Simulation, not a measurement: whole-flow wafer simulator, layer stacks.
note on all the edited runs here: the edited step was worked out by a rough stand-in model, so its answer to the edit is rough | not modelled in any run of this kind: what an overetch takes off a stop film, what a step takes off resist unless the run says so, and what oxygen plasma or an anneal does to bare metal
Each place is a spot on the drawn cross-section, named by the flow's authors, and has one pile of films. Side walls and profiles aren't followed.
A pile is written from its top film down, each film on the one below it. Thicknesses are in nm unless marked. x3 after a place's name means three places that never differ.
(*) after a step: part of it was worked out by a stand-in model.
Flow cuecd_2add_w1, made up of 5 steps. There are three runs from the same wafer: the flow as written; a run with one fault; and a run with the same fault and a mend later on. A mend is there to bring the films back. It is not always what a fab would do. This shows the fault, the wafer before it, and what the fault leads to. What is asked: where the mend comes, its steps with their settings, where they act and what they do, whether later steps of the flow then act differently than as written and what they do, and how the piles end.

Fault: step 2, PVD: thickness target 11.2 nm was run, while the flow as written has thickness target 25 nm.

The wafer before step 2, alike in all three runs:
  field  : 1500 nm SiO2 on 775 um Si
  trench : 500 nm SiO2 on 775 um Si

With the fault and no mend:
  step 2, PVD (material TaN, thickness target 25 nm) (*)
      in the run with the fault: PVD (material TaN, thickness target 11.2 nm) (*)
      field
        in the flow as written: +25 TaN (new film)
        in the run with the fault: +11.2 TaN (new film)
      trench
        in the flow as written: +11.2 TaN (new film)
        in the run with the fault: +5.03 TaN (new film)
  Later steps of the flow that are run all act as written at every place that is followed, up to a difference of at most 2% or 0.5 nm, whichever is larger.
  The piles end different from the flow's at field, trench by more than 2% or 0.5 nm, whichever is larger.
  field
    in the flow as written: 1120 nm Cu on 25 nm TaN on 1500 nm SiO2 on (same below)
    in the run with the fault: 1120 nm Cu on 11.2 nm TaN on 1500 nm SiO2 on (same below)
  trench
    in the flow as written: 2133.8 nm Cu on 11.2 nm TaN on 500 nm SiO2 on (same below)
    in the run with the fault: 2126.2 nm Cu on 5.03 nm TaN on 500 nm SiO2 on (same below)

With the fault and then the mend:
  After step 2 comes the mend.
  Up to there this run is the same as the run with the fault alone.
  step 2a, PVD (material TaN, thickness target 13.8 nm) (*) (the flow's step 2, run once more with other settings)
      field
        +13.8 TaN
      trench
        +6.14 TaN
  Later steps of the flow that are run all act as written at every place that is followed.
  At every place that both follow, the piles at the end match the flow's.
